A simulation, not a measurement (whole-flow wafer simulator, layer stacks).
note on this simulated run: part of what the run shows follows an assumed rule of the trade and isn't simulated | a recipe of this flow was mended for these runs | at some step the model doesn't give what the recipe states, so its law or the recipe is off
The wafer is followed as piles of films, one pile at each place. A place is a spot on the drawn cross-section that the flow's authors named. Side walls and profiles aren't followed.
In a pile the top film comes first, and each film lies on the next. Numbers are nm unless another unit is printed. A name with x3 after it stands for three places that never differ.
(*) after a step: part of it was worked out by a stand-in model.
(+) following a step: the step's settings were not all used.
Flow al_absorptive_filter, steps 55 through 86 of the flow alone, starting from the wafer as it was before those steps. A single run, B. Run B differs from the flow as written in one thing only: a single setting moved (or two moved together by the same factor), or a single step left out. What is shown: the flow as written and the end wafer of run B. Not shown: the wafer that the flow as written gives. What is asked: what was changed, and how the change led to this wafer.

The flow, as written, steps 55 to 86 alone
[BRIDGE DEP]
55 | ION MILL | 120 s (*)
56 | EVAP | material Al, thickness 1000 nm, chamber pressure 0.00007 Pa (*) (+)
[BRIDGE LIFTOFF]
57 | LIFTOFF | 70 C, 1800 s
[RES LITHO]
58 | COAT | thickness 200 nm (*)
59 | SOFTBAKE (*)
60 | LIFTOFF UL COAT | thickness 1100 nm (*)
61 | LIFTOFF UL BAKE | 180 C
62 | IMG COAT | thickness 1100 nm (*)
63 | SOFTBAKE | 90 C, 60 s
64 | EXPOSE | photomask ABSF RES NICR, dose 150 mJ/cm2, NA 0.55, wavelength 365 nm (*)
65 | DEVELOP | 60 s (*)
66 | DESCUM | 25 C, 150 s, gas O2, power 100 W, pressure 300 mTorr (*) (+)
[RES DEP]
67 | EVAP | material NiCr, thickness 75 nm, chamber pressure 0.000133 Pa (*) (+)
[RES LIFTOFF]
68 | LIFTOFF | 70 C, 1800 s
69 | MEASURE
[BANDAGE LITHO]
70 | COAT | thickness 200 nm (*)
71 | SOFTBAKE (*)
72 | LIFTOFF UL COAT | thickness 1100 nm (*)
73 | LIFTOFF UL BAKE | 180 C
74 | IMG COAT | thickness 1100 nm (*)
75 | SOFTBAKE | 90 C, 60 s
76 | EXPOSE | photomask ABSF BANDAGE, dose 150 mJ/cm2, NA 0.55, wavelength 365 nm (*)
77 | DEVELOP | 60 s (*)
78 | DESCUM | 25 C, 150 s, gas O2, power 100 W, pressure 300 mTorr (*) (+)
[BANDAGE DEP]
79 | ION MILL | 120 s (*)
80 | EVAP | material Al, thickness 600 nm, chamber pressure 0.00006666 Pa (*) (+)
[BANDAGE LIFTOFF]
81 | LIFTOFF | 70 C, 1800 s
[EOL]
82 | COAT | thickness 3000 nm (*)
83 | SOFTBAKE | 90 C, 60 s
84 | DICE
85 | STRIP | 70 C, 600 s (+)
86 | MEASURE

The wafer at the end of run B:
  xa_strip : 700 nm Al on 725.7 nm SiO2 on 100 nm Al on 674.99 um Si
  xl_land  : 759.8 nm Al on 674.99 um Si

What caused this: step 56, EVAP: thickness 700 nm was run, whereas the flow has thickness 1000 nm.
The wafer itself shows it: xa_strip has Al 700, and step 56 as written asks for 1000 nm.

Step by step, how the change led to this:
  56 | EVAP | material Al, thickness 1000 nm, chamber pressure 0.00007 Pa (*) (+)
      gnd, pad_far, pad_near and 10 more: Al gains 700 (new film) (as written it would have been: Al gains 1000 (new film))
      xl_land: Al gains 700 (as written it would have been: Al gains 1000)
  57 | LIFTOFF | 70 C, 1800 s
      gnd, xa_field, idc_field: Al loses 700 (all of it), i-line-resist loses 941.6 (all of it), lift-off-underlayer loses 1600 (all of it), acrylic-e-beam-resist loses 200 (all of it) (as written it would have been: Al loses 1000 (all of it), i-line-resist loses 941.6 (all of it), lift-off-underlayer loses 1600 (all of it), acrylic-e-beam-resist loses 200 (all of it))
      pad_far: Al loses 700 (all of it), i-line-resist loses 940.5 (all of it), lift-off-underlayer loses 1591.1 (all of it), acrylic-e-beam-resist loses 198.5 (all of it) (as written it would have been: Al loses 1000 (all of it), i-line-resist loses 940.5 (all of it), lift-off-underlayer loses 1591.1 (all of it), acrylic-e-beam-resist loses 198.5 (all of it))
      (and at 6 other places as well)
  58 | COAT | thickness 200 nm (*)
      xa_margin: acrylic-e-beam-resist gains 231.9 (new film) (as written it would have been: acrylic-e-beam-resist gains 288.1 (new film))
      xa_strip: acrylic-e-beam-resist gains 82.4 (new film) (as written it would have been: acrylic-e-beam-resist gains 66.9 (new film))
      (and at 1 other place as well)
  60 | LIFTOFF UL COAT | thickness 1100 nm (*)
      xa_margin: lift-off-underlayer gains 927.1 (new film) (as written it would have been: lift-off-underlayer gains 1021 (new film))
      xa_strip: lift-off-underlayer gains 541.4 (new film) (as written it would have been: lift-off-underlayer gains 459.8 (new film))
  62 | IMG COAT | thickness 1100 nm (*)
      xa_margin: i-line-resist gains 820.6 (new film) (as written it would have been: i-line-resist gains 741.1 (new film))
      xa_strip: i-line-resist gains 695.1 (new film) (as written it would have been: i-line-resist gains 577.9 (new film))
  63 | SOFTBAKE | 90 C, 60 s
      xa_margin: i-line-resist loses 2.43 (as written it would have been: i-line-resist loses 3.13)
  68 | LIFTOFF | 70 C, 1800 s
      xa_margin: NiCr loses 75 (all of it), i-line-resist loses 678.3 (all of it), lift-off-underlayer loses 927.1 (all of it), acrylic-e-beam-resist loses 231.9 (all of it) (as written it would have been: NiCr loses 75 (all of it), i-line-resist loses 598.1 (all of it), lift-off-underlayer loses 1021 (all of it), acrylic-e-beam-resist loses 288.1 (all of it))
      xa_strip: NiCr loses 75 (all of it), i-line-resist loses 550.6 (all of it), lift-off-underlayer loses 541.4 (all of it), acrylic-e-beam-resist loses 82.4 (all of it) (as written it would have been: NiCr loses 75 (all of it), i-line-resist loses 433.3 (all of it), lift-off-underlayer loses 459.8 (all of it), acrylic-e-beam-resist loses 66.9 (all of it))
      (and at 1 other place as well)
  70 | COAT | thickness 200 nm (*)
      xa_margin: acrylic-e-beam-resist gains 231.9 (new film) (as written it would have been: acrylic-e-beam-resist gains 288.1 (new film))
      xa_strip: acrylic-e-beam-resist gains 82.4 (new film) (as written it would have been: acrylic-e-beam-resist gains 66.9 (new film))
  72 | LIFTOFF UL COAT | thickness 1100 nm (*)
      xa_margin: lift-off-underlayer gains 927.1 (new film) (as written it would have been: lift-off-underlayer gains 1021 (new film))
      xa_strip: lift-off-underlayer gains 541.4 (new film) (as written it would have been: lift-off-underlayer gains 459.8 (new film))
  74 | IMG COAT | thickness 1100 nm (*)
      xa_margin: i-line-resist gains 820.6 (new film) (as written it would have been: i-line-resist gains 741.1 (new film))
      xa_strip: i-line-resist gains 695.1 (new film) (as written it would have been: i-line-resist gains 577.9 (new film))
  75 | SOFTBAKE | 90 C, 60 s
      xa_margin: i-line-resist loses 2.43 (as written it would have been: i-line-resist loses 3.13)
  81 | LIFTOFF | 70 C, 1800 s
      xa_margin: Al loses 600 (all of it), i-line-resist loses 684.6 (all of it), lift-off-underlayer loses 927.1 (all of it), acrylic-e-beam-resist loses 231.9 (all of it) (as written it would have been: Al loses 600 (all of it), i-line-resist loses 604.4 (all of it), lift-off-underlayer loses 1021 (all of it), acrylic-e-beam-resist loses 288.1 (all of it))
      xa_strip: Al loses 600 (all of it), i-line-resist loses 556.9 (all of it), lift-off-underlayer loses 541.4 (all of it), acrylic-e-beam-resist loses 82.4 (all of it) (as written it would have been: Al loses 600 (all of it), i-line-resist loses 439.6 (all of it), lift-off-underlayer loses 459.8 (all of it), acrylic-e-beam-resist loses 66.9 (all of it))
  82 | COAT | thickness 3000 nm (*)
      xa_margin: i-line-resist gains 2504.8 (new film) (as written it would have been: i-line-resist gains 2563.4 (new film))
      xa_strip: i-line-resist gains 1828.2 (new film) (as written it would have been: i-line-resist gains 1594.3 (new film))
  83 | SOFTBAKE | 90 C, 60 s
      xa_margin: i-line-resist loses 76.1 (as written it would have been: i-line-resist loses 94.2)
      xa_strip: i-line-resist loses 94.6 (as written it would have been: i-line-resist loses 117.3)
  85 | STRIP | 70 C, 600 s (+)
      xa_strip: i-line-resist loses 1733.7 (all of it) (as written it would have been: i-line-resist loses 1477 (all of it))
